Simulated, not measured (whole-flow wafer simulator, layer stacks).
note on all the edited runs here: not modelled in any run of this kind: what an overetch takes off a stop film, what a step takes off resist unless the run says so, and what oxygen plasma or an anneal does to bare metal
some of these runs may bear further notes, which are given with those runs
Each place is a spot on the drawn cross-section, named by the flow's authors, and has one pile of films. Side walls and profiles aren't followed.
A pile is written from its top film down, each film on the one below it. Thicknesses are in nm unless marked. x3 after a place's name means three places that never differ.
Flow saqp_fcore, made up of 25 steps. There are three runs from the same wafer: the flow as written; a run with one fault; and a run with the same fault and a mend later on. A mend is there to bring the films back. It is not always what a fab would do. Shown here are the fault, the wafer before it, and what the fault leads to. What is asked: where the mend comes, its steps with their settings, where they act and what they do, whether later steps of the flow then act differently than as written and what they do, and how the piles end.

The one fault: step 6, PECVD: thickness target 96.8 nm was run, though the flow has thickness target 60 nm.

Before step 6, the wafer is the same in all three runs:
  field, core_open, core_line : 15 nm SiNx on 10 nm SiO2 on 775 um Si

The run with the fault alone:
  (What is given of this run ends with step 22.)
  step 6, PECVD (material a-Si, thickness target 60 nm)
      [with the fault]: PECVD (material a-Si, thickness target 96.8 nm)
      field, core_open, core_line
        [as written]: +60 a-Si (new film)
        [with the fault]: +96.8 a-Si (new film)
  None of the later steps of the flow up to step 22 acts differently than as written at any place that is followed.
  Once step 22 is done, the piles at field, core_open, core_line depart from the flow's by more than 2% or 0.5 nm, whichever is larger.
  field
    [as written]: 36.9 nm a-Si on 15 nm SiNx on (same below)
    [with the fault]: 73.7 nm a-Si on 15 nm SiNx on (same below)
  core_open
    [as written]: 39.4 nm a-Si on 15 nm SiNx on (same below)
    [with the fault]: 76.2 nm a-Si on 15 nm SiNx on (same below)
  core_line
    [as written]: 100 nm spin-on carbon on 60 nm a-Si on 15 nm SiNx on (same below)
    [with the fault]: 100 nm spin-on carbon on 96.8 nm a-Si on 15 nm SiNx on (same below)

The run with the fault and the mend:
  The mend stands after step 7.
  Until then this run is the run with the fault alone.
  step 7a, ETCH (chemistry tmah, depth target 111.3 nm)
      field, core_open, core_line
        -96.8 a-Si (all of it)
  step 7b, PECVD (material a-Si, thickness target 60 nm) (a further turn of the flow's step 6)
      field, core_open, core_line
        +60 a-Si (new film)
  None of the later steps of the flow acts differently than as written at any place that is followed.
  By the end, the piles equal the flow's at every place that both follow.
